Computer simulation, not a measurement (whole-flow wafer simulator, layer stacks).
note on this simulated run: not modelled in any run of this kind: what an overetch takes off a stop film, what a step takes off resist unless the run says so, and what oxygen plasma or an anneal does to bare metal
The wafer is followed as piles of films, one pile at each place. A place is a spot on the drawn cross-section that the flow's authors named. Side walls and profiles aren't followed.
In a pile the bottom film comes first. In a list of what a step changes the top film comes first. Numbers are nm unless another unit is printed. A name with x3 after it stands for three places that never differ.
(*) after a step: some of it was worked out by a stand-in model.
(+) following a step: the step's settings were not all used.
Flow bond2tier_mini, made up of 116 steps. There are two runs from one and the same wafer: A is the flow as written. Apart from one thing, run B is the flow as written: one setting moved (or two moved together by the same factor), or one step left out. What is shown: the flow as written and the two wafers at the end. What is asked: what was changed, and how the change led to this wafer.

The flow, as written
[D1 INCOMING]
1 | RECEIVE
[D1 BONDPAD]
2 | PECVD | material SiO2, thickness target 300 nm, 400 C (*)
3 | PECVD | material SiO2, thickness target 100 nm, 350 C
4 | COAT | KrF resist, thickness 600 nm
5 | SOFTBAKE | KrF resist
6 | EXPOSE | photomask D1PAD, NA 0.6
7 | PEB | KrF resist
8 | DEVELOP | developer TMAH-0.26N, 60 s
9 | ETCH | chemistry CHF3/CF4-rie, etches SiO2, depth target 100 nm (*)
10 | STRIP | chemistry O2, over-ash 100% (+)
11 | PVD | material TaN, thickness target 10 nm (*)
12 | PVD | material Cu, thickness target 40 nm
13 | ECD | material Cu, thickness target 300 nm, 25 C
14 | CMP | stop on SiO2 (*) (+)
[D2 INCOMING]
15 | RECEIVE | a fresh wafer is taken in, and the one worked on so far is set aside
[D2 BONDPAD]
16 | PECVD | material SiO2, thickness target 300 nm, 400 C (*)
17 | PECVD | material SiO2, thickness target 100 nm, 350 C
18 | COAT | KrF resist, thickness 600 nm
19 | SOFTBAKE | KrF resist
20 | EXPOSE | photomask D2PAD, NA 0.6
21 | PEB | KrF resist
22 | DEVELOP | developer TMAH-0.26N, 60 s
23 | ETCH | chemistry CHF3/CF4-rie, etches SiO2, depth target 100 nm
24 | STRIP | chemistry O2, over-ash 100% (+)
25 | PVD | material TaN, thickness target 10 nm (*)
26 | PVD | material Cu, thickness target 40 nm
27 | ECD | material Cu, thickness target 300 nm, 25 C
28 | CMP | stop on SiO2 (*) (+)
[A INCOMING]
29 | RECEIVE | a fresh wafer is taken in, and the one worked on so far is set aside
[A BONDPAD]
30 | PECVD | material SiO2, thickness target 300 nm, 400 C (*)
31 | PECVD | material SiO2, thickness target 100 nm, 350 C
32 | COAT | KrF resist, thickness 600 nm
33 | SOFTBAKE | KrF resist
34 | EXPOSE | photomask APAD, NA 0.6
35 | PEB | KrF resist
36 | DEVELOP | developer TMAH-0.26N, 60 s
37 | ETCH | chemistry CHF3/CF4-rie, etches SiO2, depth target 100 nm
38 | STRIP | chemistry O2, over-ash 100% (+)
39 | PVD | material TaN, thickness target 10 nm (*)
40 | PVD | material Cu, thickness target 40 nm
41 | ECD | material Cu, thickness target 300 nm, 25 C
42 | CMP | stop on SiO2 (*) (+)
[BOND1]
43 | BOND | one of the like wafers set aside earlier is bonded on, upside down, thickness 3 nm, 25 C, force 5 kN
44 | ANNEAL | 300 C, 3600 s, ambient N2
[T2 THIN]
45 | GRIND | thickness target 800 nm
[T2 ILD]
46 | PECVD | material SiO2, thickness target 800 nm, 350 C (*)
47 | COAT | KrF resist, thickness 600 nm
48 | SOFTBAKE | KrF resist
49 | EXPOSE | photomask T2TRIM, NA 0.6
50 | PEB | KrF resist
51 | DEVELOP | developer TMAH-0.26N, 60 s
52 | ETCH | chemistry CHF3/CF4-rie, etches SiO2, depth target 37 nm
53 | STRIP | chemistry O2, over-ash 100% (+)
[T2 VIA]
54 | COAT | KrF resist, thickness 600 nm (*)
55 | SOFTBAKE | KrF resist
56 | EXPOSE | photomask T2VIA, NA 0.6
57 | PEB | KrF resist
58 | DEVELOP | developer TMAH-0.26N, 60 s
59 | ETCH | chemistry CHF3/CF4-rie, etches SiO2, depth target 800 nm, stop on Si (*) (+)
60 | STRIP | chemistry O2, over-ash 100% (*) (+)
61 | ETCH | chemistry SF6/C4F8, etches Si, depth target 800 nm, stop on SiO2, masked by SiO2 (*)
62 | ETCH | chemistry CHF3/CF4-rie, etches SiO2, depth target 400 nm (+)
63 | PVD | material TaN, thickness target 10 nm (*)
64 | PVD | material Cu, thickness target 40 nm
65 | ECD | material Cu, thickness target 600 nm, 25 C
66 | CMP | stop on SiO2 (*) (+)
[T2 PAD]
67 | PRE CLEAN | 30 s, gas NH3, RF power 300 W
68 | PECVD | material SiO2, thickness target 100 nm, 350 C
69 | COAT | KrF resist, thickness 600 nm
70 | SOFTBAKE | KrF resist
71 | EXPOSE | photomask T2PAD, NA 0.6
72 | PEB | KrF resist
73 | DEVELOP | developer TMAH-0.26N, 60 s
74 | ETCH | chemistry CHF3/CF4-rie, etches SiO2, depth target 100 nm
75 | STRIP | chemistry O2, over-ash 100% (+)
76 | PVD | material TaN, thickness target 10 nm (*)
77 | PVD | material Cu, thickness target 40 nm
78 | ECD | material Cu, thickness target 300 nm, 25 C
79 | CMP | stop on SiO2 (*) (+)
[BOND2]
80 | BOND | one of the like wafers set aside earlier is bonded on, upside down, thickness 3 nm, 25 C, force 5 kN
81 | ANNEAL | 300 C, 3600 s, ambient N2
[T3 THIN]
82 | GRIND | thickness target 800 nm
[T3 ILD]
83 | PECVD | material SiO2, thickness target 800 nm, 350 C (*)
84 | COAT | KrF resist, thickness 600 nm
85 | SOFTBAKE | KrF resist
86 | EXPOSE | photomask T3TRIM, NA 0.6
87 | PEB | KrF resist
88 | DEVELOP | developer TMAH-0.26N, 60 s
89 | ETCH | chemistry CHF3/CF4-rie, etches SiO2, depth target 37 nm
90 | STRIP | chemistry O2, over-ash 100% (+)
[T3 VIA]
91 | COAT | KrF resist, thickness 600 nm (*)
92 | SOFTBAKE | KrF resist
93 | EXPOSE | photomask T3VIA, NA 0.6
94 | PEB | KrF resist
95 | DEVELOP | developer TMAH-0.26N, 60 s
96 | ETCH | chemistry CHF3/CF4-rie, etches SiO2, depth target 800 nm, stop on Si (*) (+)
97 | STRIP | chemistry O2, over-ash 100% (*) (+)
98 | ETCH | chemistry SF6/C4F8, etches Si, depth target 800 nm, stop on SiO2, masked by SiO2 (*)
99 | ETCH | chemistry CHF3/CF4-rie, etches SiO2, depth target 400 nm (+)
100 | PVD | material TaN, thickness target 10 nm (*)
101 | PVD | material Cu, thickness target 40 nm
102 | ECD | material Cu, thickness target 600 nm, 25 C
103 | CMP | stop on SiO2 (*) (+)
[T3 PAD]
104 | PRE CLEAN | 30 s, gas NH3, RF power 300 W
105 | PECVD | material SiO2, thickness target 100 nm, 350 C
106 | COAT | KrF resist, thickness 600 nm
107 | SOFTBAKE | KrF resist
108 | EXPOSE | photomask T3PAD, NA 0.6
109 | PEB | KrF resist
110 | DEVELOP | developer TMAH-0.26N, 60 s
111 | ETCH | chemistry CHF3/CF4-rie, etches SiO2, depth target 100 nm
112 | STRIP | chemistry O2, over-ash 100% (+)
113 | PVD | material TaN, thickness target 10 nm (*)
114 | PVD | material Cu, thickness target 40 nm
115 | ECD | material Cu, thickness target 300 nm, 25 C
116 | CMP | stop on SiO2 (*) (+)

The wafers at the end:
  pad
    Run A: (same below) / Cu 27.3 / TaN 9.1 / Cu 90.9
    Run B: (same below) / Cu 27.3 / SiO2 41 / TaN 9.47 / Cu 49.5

The reason: step 111, ETCH: depth target 59 nm was run, though the flow has depth target 100 nm.

The path from the change to this, step by step:
  111 | ETCH | chemistry CHF3/CF4-rie, etches SiO2, depth target 100 nm
      pad: A -100 SiO2 (all of it) | B -59 SiO2
      field: A -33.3 KrF resist | B -19.7 KrF resist
  112 | STRIP | chemistry O2, over-ash 100% (+)
      field: A -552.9 KrF resist (all of it) | B -566.6 KrF resist (all of it)
  114 | PVD | material Cu, thickness target 40 nm
      pad: A +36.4 Cu (new film) | B +37.9 Cu (new film)
  115 | ECD | material Cu, thickness target 300 nm, 25 C
      pad: A +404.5 Cu | B +361.7 Cu
If metal films that touch count as one body, pad has 4 bodies (between them, from the top down: SiO2 41; SiO2 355 / Si 800 / chemical SiO2 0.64 / SiO2 300; SiO2 355 / Si 800 / chemical SiO2 0.64 / SiO2 300); the flow as written gives 3 bodies (between them, from the top down: SiO2 355 / Si 800 / chemical SiO2 0.64 / SiO2 300; SiO2 355 / Si 800 / chemical SiO2 0.64 / SiO2 300).
